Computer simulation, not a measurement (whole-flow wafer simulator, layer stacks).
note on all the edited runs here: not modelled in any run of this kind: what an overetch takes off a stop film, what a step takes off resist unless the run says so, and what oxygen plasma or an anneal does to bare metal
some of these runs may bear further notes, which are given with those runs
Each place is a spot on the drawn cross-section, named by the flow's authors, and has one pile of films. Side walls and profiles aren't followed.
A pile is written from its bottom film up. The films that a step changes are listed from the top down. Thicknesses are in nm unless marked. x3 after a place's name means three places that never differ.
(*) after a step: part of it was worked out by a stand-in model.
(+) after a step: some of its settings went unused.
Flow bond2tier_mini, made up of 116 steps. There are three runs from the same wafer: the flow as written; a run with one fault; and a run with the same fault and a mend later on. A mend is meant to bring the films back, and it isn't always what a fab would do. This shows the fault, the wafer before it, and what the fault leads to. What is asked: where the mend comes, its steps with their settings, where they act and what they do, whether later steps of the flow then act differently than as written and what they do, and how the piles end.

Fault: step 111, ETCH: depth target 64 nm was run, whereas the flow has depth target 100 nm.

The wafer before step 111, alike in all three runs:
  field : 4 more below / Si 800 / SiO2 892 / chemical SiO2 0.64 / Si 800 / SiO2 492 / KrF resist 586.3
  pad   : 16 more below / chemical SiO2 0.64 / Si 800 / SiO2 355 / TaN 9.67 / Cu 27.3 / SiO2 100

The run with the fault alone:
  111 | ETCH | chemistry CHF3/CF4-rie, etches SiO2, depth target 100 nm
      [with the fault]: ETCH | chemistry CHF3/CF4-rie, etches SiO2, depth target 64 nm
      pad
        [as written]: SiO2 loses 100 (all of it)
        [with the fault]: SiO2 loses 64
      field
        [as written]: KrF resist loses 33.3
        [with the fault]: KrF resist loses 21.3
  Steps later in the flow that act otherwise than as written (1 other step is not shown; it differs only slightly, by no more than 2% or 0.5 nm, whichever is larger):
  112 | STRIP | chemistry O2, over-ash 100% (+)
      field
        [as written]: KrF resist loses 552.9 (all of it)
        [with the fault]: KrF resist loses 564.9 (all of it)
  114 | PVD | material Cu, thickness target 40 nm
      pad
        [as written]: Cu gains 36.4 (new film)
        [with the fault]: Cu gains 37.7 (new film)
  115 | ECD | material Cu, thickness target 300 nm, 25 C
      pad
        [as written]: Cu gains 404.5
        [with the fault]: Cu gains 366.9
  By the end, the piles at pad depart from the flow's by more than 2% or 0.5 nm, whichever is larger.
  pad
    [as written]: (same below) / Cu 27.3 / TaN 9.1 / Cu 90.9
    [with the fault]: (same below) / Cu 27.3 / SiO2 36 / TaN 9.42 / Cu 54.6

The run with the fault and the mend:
  After step 112 comes the mend.
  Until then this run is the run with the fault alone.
  112a | COAT | KrF resist, thickness 600 nm (*) (the flow's step 106, run once more)
      field
        KrF resist gains 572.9 (new film)
      pad
        KrF resist gains 628.3 (new film)
  112b | SOFTBAKE | KrF resist (the flow's step 107, run once more)
      leaves every film unchanged at each place that is followed
  112c | EXPOSE | photomask T3PAD, NA 0.6 (the flow's step 108, run once more)
      leaves every film unchanged at each place that is followed
  112d | PEB | KrF resist (the flow's step 109, run once more)
      leaves every film unchanged at each place that is followed
  112e | DEVELOP | developer TMAH-0.26N, 60 s (the flow's step 110, run once more)
      field
        KrF resist loses 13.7
      pad
        KrF resist loses 628.3 (all of it)
  112f | ETCH | chemistry CHF3/CF4-rie, etches SiO2, depth target 36 nm (the flow's step 111, run once more with other settings)
      field
        KrF resist loses 12
      pad
        SiO2 loses 36 (all of it)
  112g | STRIP | chemistry O2, over-ash 100% (+) (the flow's step 112, run once more)
      field
        KrF resist loses 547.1 (all of it)
  Every later step of the flow that is run acts as written at every place that is followed.
  By the end, the piles equal the flow's at every place that both follow.
